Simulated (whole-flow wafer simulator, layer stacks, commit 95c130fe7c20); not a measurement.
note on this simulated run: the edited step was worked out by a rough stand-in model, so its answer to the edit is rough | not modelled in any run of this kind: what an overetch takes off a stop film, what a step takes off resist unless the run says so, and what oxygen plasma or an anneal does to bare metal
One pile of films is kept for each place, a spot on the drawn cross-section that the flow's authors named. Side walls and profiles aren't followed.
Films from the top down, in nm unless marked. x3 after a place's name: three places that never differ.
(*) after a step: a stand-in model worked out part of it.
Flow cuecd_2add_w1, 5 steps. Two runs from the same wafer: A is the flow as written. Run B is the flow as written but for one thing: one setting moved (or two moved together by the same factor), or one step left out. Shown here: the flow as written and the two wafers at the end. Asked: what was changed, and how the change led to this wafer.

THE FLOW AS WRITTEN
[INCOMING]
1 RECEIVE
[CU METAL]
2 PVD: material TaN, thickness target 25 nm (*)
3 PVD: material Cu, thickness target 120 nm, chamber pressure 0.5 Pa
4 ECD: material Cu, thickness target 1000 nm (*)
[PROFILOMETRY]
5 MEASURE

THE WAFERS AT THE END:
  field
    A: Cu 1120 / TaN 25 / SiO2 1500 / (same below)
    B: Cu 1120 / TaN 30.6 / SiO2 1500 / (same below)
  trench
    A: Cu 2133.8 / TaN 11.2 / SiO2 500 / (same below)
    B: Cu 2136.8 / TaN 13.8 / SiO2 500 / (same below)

The cause: step 2, PVD: thickness target 30.6 nm was run, where the flow has thickness target 25 nm.
It can be read off the wafer: field has TaN 30.6, and step 2 as written asks for 25 nm.

How the change led to this, step by step:
  2 PVD: material TaN, thickness target 25 nm (*)
      field: A TaN +25 (new film) | B TaN +30.6 (new film)
      trench: A TaN +11.2 (new film) | B TaN +13.8 (new film)
